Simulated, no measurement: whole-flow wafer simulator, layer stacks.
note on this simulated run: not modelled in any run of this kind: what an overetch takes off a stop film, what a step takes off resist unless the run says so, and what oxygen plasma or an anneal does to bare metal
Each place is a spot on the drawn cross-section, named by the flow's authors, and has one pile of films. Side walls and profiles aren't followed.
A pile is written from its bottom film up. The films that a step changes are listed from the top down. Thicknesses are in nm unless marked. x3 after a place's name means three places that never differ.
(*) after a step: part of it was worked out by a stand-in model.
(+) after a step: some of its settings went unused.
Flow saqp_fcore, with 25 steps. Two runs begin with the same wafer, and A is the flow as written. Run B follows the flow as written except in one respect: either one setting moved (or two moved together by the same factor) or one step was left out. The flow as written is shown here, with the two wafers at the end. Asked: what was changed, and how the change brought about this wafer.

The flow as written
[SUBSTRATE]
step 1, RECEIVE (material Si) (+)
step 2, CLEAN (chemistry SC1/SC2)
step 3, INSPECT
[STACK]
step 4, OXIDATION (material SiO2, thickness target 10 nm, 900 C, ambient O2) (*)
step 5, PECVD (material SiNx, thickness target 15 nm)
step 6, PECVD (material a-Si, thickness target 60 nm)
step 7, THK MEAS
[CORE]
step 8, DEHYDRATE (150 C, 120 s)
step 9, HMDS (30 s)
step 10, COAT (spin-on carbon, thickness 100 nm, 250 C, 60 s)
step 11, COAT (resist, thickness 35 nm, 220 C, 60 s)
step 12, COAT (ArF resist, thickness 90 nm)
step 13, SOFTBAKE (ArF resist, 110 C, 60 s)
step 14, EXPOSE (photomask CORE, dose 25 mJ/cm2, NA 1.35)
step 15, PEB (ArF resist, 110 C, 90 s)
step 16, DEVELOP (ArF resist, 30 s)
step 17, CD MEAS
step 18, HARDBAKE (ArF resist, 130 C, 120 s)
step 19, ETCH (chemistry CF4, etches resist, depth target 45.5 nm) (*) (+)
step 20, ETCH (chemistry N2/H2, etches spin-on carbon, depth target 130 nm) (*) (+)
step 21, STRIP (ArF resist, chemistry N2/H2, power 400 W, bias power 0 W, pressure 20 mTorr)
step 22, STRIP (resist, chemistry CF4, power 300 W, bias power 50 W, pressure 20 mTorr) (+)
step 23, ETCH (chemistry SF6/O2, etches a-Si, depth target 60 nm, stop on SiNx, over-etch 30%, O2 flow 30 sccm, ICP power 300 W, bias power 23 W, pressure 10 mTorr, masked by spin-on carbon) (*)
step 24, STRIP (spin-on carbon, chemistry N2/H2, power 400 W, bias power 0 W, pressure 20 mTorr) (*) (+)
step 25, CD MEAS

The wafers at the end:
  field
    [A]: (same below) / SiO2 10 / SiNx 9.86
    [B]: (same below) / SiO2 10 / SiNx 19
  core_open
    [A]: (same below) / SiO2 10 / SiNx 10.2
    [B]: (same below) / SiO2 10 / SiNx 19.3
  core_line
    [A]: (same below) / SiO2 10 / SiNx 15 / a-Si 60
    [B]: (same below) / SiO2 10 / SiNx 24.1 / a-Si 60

Cause: step 5, PECVD: thickness target 24.1 nm was run, whereas the flow has thickness target 15 nm.
The wafer itself shows it: core_line has SiNx 24.1, and step 5 as written asks for 15 nm.

How this came from the change, step by step:
  step 5, PECVD (material SiNx, thickness target 15 nm)
      field, core_open, core_line: A +15 SiNx (new film) | B +24.1 SiNx (new film)
